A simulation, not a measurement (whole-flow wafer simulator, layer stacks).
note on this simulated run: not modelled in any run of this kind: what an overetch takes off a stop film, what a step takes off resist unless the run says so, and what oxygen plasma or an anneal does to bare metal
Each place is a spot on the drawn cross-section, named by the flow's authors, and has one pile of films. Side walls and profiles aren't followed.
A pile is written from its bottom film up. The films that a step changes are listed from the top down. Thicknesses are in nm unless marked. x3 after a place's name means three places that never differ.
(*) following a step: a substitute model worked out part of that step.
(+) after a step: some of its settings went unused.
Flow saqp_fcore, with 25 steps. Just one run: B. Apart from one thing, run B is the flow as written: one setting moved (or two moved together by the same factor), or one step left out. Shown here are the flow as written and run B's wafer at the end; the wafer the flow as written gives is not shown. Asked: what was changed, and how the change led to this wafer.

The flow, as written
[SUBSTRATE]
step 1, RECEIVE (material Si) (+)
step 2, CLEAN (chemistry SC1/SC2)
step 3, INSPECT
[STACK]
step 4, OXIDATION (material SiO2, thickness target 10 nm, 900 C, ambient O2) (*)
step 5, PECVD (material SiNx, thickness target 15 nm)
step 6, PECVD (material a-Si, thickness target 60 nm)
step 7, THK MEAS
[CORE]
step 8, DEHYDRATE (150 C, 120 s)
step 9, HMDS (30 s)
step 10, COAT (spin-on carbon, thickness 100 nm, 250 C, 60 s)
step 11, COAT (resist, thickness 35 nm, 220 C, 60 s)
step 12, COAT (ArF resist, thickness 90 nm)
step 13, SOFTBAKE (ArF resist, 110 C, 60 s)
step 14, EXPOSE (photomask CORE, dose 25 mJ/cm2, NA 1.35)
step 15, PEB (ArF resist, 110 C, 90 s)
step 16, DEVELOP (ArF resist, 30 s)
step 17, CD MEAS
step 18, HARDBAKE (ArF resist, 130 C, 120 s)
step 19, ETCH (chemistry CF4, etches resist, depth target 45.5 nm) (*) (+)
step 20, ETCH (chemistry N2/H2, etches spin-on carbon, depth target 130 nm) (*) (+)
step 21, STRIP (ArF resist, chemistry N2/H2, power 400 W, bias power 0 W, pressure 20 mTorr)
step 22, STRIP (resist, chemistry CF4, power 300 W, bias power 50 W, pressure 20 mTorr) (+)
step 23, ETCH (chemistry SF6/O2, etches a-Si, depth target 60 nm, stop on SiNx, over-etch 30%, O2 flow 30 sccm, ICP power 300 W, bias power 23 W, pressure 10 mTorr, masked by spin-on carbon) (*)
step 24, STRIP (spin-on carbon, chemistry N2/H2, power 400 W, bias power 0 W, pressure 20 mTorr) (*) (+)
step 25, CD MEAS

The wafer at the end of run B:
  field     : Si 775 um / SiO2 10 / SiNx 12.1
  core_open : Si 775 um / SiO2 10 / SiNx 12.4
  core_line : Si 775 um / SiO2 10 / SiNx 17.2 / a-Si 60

What caused this: step 5, PECVD: thickness target 17.2 nm was run, whereas the flow has thickness target 15 nm.
The wafer itself shows it: core_line has SiNx 17.2, and step 5 as written asks for 15 nm.

Step by step, how the change led to this:
  step 5, PECVD (material SiNx, thickness target 15 nm)
      field, core_open, core_line: +17.2 SiNx (new film) (as written it would have been: +15 SiNx (new film))
